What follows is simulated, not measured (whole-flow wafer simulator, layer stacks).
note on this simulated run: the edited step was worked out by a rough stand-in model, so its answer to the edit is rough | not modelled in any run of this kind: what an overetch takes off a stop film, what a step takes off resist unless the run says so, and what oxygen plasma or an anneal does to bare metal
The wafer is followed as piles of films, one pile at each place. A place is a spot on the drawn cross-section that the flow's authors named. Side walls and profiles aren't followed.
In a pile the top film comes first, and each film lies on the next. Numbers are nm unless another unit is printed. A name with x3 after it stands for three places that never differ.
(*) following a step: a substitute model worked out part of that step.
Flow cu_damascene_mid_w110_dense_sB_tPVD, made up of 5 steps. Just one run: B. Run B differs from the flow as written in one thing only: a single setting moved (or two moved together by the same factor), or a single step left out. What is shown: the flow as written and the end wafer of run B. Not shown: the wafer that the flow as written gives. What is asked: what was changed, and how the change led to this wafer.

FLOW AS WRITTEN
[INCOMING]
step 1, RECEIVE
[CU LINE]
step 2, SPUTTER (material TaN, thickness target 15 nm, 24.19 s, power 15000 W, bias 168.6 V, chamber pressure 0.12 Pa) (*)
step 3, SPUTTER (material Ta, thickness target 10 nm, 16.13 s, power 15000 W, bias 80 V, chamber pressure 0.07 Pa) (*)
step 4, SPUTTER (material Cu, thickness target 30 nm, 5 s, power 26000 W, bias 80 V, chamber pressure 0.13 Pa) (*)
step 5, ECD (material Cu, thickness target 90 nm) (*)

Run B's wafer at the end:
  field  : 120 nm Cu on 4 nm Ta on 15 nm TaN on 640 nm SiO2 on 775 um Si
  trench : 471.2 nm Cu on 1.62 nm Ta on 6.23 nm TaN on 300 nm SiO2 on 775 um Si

Cause: step 3, SPUTTER: 6.45 s was run, whereas the flow has 16.13 s.

The path from the change to this, step by step:
  step 3, SPUTTER (material Ta, thickness target 10 nm, 16.13 s, power 15000 W, bias 80 V, chamber pressure 0.07 Pa) (*)
      field: +4 Ta (new film) (as written it would have been: +10 Ta (new film))
      trench: +1.62 Ta (new film) (as written it would have been: +4.05 Ta (new film))
